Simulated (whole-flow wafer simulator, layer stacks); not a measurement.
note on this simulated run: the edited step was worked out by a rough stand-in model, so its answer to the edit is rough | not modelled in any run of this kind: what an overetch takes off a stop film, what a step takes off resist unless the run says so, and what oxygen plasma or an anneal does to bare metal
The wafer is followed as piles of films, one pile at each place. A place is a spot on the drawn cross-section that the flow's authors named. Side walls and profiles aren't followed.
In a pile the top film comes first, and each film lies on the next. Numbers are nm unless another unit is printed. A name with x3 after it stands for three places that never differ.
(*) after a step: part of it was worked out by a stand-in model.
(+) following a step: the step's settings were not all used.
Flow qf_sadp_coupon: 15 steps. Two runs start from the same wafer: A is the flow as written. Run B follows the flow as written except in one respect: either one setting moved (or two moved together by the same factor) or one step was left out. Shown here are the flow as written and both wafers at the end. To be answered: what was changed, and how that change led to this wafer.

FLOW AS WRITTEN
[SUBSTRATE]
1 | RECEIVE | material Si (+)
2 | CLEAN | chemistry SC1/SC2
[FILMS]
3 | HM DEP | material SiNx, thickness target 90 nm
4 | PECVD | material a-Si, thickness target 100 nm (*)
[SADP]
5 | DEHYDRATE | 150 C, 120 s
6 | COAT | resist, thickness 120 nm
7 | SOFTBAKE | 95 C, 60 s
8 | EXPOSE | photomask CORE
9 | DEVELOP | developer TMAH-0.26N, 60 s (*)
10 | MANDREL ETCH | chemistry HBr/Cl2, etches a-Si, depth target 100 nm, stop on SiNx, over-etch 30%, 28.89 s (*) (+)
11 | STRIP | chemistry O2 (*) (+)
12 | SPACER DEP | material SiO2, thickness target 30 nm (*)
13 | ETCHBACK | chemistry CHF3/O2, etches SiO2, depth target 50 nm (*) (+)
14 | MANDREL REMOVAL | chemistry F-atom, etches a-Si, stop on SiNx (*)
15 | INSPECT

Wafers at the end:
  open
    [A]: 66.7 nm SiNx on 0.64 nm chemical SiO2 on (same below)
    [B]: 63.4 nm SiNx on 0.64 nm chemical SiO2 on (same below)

The reason: step 4, PECVD: thickness target 77.1 nm was run, whereas the flow has thickness target 100 nm.

The path from the change to this, step by step:
  4 | PECVD | material a-Si, thickness target 100 nm (*)
      m, open: A +100 a-Si (new film) | B +77.1 a-Si (new film)
  10 | MANDREL ETCH | chemistry HBr/Cl2, etches a-Si, depth target 100 nm, stop on SiNx, over-etch 30%, 28.89 s (*) (+)
      open: A -100 a-Si (all of it), -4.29 SiNx | B -77.1 a-Si (all of it), -7.56 SiNx
  14 | MANDREL REMOVAL | chemistry F-atom, etches a-Si, stop on SiNx (*)
      m: A -95.8 a-Si (all of it) | B -72.9 a-Si (all of it)
